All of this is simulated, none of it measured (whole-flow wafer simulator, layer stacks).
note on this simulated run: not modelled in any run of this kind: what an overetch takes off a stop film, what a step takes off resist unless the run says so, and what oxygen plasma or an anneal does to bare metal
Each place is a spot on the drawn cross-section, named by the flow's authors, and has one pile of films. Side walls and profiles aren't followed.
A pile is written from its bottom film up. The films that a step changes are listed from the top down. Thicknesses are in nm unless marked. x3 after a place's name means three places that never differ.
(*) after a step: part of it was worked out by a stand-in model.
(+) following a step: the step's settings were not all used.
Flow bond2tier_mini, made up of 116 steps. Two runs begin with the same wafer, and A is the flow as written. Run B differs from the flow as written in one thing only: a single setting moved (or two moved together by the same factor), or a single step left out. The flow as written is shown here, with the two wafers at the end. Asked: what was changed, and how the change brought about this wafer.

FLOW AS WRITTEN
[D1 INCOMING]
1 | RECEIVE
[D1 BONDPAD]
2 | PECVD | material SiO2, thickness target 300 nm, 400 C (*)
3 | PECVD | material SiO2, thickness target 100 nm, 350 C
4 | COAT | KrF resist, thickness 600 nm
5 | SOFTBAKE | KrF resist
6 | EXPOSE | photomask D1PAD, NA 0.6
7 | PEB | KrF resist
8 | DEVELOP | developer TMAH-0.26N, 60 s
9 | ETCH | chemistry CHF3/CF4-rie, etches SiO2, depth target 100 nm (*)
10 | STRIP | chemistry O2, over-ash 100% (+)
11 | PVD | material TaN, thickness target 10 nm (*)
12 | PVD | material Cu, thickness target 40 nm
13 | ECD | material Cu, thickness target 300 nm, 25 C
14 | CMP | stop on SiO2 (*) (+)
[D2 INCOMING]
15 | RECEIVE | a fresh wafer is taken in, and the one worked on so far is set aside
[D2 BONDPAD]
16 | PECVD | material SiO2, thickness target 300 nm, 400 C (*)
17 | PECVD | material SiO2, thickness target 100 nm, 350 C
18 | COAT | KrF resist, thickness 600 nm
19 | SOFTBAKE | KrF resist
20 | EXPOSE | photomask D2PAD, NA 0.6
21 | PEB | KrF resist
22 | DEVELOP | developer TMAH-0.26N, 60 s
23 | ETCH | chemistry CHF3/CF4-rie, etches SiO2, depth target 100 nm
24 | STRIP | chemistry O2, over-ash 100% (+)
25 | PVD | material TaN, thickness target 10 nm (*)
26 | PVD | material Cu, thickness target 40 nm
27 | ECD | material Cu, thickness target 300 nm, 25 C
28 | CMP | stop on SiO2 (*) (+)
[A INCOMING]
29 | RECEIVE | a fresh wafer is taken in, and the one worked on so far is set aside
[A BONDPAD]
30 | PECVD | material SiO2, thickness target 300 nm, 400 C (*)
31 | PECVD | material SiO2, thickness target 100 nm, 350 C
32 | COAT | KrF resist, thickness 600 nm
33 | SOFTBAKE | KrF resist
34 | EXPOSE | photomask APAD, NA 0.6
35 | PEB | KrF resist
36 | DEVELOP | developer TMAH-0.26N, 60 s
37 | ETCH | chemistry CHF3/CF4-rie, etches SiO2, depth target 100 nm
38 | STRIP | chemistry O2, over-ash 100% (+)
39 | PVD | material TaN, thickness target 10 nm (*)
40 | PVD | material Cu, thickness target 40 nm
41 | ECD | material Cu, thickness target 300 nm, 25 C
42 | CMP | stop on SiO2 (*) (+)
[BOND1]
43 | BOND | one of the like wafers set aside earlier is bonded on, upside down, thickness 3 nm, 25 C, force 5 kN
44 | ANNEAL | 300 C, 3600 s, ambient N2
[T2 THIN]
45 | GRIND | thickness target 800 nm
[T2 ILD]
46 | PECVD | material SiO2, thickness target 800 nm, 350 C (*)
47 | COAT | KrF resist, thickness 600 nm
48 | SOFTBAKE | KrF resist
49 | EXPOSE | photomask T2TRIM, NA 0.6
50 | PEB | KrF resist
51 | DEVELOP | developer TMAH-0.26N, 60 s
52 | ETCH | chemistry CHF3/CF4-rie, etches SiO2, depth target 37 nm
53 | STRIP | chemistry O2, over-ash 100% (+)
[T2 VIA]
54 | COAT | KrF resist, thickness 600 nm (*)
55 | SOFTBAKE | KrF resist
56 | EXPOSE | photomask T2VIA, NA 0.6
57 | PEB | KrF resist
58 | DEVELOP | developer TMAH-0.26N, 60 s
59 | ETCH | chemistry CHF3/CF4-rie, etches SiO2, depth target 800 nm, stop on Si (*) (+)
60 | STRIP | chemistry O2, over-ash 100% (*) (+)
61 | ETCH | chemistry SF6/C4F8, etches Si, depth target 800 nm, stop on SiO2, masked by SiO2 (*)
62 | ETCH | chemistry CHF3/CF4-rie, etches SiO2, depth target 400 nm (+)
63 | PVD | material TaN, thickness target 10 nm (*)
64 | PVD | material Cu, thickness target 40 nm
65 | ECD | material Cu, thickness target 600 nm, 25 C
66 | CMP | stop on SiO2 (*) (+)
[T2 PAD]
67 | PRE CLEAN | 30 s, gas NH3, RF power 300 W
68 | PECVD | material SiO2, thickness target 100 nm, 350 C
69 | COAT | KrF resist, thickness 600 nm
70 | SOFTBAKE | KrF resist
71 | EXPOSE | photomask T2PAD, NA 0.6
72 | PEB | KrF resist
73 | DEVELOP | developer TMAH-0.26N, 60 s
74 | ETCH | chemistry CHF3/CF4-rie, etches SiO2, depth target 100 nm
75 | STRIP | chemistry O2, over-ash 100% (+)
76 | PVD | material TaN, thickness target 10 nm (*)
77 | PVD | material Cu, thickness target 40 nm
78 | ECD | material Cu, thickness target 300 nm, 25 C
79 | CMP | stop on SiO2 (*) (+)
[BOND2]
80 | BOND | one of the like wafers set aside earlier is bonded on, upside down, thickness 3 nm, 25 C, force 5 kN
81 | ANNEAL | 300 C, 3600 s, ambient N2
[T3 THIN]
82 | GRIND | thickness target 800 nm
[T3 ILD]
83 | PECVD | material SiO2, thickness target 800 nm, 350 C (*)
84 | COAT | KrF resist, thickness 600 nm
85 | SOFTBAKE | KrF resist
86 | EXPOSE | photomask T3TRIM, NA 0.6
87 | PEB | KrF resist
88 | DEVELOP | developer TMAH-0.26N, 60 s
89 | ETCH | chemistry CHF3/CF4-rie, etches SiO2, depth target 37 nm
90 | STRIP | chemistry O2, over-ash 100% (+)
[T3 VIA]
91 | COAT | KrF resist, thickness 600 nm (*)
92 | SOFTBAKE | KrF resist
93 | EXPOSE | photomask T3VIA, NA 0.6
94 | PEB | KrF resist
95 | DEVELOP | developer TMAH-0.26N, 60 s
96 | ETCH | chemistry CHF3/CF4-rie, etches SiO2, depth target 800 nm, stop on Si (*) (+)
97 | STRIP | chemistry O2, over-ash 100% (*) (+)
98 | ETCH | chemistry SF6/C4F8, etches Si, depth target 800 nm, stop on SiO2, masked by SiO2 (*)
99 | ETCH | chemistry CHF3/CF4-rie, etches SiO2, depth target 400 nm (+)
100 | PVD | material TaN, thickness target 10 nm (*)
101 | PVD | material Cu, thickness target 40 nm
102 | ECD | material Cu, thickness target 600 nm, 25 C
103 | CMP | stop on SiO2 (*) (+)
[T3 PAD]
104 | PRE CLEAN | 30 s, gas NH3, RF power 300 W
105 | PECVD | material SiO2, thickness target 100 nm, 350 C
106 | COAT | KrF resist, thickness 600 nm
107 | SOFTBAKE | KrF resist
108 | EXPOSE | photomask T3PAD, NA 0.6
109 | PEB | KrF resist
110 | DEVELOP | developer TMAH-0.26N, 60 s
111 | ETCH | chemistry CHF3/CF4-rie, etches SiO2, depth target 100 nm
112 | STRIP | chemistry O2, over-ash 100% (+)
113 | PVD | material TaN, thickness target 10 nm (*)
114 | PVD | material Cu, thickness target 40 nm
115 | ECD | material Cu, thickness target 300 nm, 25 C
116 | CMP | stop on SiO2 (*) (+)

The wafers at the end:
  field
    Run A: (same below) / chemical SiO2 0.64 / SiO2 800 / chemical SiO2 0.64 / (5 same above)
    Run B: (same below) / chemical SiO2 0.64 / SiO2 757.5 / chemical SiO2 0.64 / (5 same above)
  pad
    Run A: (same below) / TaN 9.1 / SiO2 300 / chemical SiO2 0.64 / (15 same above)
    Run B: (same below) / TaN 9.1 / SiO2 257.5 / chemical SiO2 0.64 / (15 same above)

The reason: step 3, PECVD: thickness target 57.5 nm was run, though the flow has thickness target 100 nm.

The path from the change to this, step by step:
  3 | PECVD | material SiO2, thickness target 100 nm, 350 C
      field, pad, via: A +100 SiO2 | B +57.5 SiO2
  43 | BOND | one of the like wafers set aside earlier is bonded on, upside down, thickness 3 nm, 25 C, force 5 kN
      field: A +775 um Si (new film), +0.64 chemical SiO2 (new film), +400 SiO2 | B +775 um Si (new film), +0.64 chemical SiO2 (new film), +357.5 SiO2
      pad: A +775 um Si (new film), +0.64 chemical SiO2 (new film), +300 SiO2 (new film), +9.1 TaN (new film), +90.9 Cu | B +775 um Si (new film), +0.64 chemical SiO2 (new film), +257.5 SiO2 (new film), +9.1 TaN (new film), +90.9 Cu
      (also at 1 further place)
